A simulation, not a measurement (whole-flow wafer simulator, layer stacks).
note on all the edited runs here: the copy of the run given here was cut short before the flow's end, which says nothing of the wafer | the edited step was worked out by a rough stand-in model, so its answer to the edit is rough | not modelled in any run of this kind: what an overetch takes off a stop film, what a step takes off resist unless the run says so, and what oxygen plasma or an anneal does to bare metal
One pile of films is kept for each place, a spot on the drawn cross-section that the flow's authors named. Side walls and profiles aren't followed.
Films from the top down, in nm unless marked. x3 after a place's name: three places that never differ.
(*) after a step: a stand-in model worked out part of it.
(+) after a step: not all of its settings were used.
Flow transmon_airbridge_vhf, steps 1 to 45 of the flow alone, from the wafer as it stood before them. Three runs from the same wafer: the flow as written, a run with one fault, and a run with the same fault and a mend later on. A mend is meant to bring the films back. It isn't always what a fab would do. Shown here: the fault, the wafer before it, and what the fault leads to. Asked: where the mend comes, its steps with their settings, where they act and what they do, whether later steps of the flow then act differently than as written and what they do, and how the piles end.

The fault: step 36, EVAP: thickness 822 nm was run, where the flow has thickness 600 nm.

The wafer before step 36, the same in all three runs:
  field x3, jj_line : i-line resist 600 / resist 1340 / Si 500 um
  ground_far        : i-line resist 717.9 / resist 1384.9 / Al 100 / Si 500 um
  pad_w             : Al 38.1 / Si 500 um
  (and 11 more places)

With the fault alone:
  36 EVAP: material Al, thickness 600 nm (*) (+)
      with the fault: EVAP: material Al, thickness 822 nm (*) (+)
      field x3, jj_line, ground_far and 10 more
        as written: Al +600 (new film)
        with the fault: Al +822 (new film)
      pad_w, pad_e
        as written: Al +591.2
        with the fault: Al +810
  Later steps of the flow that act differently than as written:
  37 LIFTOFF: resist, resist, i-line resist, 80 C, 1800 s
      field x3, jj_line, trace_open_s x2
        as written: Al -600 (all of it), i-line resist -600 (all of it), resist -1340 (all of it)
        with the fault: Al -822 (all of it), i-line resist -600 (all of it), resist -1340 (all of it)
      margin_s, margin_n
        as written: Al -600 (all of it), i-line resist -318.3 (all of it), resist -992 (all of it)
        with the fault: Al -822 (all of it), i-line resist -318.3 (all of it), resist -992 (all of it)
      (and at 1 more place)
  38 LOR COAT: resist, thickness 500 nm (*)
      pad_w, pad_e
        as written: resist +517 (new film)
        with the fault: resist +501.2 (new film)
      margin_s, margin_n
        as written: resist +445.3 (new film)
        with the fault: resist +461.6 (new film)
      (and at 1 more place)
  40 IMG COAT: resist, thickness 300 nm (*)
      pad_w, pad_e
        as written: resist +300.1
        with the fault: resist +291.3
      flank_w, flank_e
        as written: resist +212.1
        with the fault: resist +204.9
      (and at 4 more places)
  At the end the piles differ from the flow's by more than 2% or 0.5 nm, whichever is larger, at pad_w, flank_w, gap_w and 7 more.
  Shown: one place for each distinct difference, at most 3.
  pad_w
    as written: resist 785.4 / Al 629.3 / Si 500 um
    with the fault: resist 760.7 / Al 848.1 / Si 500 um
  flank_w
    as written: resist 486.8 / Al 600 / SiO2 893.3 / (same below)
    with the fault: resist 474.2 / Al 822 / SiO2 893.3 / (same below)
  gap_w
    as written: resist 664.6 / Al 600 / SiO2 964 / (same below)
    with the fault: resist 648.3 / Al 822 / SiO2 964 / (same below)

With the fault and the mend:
  The mend comes after step 36.
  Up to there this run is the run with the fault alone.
  36a METAL ETCH: etches Al, depth 222 nm (the flow's step 11 once more, with other settings)
      field x3, jj_line, ground_far and 12 more
        Al -222
  No later step of the flow acts differently than as written, at any place that is followed, by more than 2% or 0.5 nm, whichever is larger.
  At the end the piles differ from the flow's only slightly at the places that both follow, by at most 2% or 0.5 nm, whichever is larger.
